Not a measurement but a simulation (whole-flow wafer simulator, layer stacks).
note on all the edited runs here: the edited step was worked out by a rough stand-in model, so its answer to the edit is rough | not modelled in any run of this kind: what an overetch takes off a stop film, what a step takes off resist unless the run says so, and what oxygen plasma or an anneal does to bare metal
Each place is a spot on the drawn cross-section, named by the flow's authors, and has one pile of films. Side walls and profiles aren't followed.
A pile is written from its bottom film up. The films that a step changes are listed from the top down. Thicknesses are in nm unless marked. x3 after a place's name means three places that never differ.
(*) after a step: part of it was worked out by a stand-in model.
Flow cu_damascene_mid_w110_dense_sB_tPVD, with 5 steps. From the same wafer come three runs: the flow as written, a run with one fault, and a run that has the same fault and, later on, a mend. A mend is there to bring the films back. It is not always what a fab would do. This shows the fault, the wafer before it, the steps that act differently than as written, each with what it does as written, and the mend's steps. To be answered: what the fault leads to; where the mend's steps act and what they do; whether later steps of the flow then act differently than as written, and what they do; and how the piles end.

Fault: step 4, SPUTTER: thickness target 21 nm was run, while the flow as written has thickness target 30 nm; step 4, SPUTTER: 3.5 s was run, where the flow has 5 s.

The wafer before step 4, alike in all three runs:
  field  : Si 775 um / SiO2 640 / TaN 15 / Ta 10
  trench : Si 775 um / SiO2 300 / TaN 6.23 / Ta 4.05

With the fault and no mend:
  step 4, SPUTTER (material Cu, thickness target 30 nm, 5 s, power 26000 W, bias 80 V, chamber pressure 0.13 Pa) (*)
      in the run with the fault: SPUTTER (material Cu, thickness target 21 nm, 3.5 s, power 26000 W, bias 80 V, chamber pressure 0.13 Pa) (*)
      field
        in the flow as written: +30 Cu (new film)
        in the run with the fault: +21 Cu (new film)
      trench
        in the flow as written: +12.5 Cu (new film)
        in the run with the fault: +8.74 Cu (new film)
  None of the later steps of the flow differs from how it acts as written, at any place that is followed, by more than 2% or 0.5 nm, whichever is larger.
  The piles end different from the flow's at field by more than 2% or 0.5 nm, whichever is larger.
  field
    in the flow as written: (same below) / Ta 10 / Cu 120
    in the run with the fault: (same below) / Ta 10 / Cu 111

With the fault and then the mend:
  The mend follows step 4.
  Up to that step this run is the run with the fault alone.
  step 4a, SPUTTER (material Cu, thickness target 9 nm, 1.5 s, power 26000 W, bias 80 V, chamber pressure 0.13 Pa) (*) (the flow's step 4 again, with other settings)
      field
        +9 Cu
      trench
        +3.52 Cu
  None of the later steps of the flow differs from how it acts as written, at any place that is followed, by more than 2% or 0.5 nm, whichever is larger.
  The piles end the same as the flow's at every place that both follow.
